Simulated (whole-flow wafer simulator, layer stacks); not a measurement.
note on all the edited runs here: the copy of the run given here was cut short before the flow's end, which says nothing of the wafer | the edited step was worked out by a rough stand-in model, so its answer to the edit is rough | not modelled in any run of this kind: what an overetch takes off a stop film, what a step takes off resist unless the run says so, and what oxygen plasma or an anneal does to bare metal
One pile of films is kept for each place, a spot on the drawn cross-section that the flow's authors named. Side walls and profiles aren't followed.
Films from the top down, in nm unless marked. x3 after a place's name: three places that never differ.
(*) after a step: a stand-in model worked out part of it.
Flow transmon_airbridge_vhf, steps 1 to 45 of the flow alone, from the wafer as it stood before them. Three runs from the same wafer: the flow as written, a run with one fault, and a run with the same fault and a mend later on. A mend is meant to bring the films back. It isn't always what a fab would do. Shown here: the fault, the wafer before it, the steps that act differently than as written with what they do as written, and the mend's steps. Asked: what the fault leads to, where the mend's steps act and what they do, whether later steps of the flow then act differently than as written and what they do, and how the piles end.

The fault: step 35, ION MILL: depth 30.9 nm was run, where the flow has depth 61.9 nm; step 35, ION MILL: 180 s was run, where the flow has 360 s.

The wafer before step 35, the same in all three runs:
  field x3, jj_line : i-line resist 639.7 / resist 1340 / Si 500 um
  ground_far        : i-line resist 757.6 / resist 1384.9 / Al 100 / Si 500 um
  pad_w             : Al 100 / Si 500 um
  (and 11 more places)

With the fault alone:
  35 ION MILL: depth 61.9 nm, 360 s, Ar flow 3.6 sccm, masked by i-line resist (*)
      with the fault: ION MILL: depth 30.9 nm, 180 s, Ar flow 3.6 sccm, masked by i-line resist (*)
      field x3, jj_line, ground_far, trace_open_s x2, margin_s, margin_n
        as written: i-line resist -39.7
        with the fault: i-line resist -19.9
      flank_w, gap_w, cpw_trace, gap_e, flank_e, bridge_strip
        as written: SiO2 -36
        with the fault: SiO2 -18
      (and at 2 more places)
  Later steps of the flow that act differently than as written (3 more steps differ only slightly, by at most 2% or 0.5 nm, whichever is larger, and aren't shown):
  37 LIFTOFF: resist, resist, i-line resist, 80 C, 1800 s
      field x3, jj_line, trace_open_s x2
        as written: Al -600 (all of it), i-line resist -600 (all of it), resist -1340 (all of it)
        with the fault: Al -600 (all of it), i-line resist -619.8 (all of it), resist -1340 (all of it)
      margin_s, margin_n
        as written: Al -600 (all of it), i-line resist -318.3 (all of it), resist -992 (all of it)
        with the fault: Al -600 (all of it), i-line resist -338.1 (all of it), resist -992 (all of it)
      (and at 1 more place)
  At the end the piles differ from the flow's by more than 2% or 0.5 nm, whichever is larger, at pad_w, pad_e.
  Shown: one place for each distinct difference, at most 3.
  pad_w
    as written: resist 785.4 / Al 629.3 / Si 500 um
    with the fault: resist 780.4 / Al 660.4 / Si 500 um

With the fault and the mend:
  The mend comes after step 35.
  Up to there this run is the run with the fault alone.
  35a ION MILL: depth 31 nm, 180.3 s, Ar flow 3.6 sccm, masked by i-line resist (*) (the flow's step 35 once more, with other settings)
      field x3, jj_line, ground_far, trace_open_s x2, margin_s, margin_n
        i-line resist -19.9
      flank_w, gap_w, cpw_trace, gap_e, flank_e, bridge_strip
        SiO2 -18
      pad_w, pad_e
        Al -31
  No later step of the flow acts differently than as written, at any place that is followed, by more than 2% or 0.5 nm, whichever is larger.
  At the end the piles are the same as the flow's at every place that both follow.
